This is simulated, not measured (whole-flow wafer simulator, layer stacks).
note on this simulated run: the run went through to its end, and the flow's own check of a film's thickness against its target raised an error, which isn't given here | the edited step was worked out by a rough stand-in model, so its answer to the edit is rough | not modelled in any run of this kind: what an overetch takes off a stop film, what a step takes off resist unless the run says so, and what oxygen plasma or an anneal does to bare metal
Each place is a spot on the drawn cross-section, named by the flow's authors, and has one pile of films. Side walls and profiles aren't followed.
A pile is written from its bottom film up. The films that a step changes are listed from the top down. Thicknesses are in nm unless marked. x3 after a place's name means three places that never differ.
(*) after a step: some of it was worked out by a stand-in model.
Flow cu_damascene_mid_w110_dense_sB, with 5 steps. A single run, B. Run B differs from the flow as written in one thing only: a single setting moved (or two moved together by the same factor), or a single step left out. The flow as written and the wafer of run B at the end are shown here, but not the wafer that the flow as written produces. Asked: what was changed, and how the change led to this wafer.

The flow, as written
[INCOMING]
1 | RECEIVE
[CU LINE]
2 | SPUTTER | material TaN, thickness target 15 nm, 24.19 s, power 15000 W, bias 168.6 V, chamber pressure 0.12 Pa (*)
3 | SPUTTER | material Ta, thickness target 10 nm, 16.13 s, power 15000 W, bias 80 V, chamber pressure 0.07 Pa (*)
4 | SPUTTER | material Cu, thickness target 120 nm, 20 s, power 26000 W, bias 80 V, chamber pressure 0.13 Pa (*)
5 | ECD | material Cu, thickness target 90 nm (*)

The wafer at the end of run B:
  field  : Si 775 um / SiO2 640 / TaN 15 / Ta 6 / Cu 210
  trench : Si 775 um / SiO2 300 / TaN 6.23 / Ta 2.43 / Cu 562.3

The reason: step 3, SPUTTER: thickness target 6 nm was run, while the flow as written has thickness target 10 nm; step 3, SPUTTER: 9.68 s was run, where the flow has 16.13 s.
The wafer lets one read it off: field has Ta 6, and step 3 as written asks for 10 nm.

The path from the change to this, step by step:
  3 | SPUTTER | material Ta, thickness target 10 nm, 16.13 s, power 15000 W, bias 80 V, chamber pressure 0.07 Pa (*)
      field: +6 Ta (new film) (as written it would have been: +10 Ta (new film))
      trench: +2.43 Ta (new film) (as written it would have been: +4.05 Ta (new film))
